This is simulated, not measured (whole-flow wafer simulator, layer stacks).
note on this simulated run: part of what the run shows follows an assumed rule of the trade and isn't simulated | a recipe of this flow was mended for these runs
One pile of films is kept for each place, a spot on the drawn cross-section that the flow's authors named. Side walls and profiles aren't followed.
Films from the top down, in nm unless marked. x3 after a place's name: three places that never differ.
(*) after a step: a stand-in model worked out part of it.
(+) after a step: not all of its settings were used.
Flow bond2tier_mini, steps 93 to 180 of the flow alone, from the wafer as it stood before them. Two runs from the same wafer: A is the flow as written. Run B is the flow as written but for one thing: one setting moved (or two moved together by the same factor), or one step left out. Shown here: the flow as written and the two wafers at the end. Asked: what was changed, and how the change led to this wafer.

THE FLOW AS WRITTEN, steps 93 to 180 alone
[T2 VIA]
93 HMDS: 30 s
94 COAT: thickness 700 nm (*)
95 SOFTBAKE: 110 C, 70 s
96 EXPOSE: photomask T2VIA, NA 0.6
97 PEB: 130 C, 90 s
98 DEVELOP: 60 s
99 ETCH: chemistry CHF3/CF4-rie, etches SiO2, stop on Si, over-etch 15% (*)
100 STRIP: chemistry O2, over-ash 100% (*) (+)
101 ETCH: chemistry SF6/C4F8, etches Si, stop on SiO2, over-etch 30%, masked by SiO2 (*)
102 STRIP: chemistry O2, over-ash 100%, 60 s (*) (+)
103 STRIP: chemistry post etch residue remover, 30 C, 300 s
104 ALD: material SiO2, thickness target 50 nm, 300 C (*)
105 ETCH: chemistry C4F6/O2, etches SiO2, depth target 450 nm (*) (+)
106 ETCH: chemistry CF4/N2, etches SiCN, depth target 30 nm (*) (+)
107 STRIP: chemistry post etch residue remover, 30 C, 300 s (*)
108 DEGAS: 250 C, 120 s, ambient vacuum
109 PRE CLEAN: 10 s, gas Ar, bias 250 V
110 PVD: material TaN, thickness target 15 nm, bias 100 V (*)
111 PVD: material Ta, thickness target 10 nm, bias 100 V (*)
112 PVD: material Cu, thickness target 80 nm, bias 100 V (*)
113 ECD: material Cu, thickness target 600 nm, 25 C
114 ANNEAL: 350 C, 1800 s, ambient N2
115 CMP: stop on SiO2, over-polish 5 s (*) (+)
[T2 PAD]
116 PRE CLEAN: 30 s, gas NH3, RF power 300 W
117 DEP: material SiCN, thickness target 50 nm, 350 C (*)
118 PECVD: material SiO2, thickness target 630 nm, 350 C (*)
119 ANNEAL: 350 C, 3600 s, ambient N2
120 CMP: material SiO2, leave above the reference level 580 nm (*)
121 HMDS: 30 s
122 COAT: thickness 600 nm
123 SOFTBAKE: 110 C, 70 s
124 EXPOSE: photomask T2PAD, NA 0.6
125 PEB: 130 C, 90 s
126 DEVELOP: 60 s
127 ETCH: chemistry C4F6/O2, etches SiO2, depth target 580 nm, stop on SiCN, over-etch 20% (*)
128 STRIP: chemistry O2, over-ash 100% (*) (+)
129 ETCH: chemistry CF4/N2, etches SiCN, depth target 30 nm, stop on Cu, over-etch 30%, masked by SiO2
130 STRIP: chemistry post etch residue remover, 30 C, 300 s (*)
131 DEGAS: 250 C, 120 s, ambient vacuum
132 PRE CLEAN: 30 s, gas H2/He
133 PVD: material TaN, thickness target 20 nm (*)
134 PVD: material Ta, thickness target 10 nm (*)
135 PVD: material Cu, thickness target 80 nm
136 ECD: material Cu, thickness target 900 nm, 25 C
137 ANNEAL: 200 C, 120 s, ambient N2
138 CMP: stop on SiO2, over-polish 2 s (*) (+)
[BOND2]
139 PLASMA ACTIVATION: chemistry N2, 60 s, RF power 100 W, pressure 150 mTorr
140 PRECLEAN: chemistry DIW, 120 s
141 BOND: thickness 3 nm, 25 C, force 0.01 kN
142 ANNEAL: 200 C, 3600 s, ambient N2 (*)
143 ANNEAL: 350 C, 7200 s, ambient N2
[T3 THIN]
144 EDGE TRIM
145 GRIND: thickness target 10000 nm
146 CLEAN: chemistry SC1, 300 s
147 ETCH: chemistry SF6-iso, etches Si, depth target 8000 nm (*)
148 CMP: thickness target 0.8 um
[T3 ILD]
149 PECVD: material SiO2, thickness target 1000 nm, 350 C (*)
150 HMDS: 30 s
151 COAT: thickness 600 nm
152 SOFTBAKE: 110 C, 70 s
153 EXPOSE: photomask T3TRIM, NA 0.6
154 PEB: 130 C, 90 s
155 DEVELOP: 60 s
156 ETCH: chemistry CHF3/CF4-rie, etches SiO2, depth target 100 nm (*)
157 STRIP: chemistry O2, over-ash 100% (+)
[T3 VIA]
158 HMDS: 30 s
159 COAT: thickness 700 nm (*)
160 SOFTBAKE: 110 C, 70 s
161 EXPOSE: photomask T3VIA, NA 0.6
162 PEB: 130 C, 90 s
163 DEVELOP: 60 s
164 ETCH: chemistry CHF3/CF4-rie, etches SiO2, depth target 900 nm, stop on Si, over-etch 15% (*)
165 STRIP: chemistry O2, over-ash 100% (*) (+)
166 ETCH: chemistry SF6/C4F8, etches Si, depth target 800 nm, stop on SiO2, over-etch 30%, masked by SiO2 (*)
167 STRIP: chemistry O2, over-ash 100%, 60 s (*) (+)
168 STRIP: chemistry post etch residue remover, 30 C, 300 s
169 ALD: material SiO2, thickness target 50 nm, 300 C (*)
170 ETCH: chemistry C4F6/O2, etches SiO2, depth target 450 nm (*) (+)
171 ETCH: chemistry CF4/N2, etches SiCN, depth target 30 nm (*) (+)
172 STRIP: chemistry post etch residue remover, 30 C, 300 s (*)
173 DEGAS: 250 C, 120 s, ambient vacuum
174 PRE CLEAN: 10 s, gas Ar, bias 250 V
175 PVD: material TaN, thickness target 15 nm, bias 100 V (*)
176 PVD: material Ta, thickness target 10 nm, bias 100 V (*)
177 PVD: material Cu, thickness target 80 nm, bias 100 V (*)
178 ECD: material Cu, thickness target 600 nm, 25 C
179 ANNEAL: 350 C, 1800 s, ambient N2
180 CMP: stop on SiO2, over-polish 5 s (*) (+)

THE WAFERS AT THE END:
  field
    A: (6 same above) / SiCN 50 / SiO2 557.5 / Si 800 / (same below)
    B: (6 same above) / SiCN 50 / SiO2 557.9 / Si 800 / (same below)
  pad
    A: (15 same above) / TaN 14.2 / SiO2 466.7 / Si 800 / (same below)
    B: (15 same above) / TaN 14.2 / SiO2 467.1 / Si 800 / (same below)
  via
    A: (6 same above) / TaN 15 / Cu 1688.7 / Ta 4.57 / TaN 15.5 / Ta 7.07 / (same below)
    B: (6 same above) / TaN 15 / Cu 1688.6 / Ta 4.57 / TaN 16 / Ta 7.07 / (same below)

The cause: step 109, PRE CLEAN: bias 210 V was run, where the flow has bias 250 V.

How the change led to this, step by step:
  109 PRE CLEAN: 10 s, gas Ar, bias 250 V
      via: A TaN -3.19 | B TaN -2.67
